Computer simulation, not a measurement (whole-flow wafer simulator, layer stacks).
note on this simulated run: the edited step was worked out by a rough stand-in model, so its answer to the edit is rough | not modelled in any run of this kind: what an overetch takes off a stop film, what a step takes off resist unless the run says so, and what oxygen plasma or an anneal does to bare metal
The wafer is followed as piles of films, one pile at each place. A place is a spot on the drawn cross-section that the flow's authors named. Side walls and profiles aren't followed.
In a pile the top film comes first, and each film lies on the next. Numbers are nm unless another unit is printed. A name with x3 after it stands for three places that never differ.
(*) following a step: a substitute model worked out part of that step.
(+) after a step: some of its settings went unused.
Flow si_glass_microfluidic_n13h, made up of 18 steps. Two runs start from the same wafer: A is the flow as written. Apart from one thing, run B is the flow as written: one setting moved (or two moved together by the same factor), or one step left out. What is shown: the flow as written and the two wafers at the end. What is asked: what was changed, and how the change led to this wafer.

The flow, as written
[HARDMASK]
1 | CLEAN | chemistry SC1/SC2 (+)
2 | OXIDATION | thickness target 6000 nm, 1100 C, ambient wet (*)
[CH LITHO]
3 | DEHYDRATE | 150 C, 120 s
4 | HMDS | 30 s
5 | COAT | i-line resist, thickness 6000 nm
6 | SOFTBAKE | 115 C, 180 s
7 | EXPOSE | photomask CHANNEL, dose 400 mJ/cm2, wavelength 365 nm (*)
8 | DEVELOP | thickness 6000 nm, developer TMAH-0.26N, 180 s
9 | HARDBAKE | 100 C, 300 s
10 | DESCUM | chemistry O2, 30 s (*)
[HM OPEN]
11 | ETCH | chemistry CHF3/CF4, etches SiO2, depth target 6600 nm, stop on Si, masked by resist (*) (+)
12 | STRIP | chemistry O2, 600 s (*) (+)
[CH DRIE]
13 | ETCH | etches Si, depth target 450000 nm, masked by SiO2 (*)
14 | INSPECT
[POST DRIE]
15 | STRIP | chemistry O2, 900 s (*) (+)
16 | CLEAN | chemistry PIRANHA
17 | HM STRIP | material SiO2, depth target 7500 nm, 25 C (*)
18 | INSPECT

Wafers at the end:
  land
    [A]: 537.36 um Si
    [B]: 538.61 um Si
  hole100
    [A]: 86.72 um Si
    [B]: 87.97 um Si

The reason: step 2, OXIDATION: thickness target 3150 nm was run, while the flow as written has thickness target 6000 nm.

How this came from the change, step by step:
  2 | OXIDATION | thickness target 6000 nm, 1100 C, ambient wet (*)
      land, hole100: A SiO2 gains 6000 (new film), chemical SiO2 loses 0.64 (all of it), Si loses 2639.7 | B SiO2 gains 3150 (new film), chemical SiO2 loses 0.64 (all of it), Si loses 1385.7
  11 | ETCH | chemistry CHF3/CF4, etches SiO2, depth target 6600 nm, stop on Si, masked by resist (*) (+)
      land: A i-line resist loses 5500 | B i-line resist loses 3937.5
      hole100: A SiO2 loses 6000 (all of it) | B SiO2 loses 3150 (all of it)
  12 | STRIP | chemistry O2, 600 s (*) (+)
      land: A i-line resist loses 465 (all of it) | B i-line resist loses 2027.5 (all of it)
  17 | HM STRIP | material SiO2, depth target 7500 nm, 25 C (*)
      land: A SiO2 loses 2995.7 (all of it) | B SiO2 loses 145.7 (all of it)
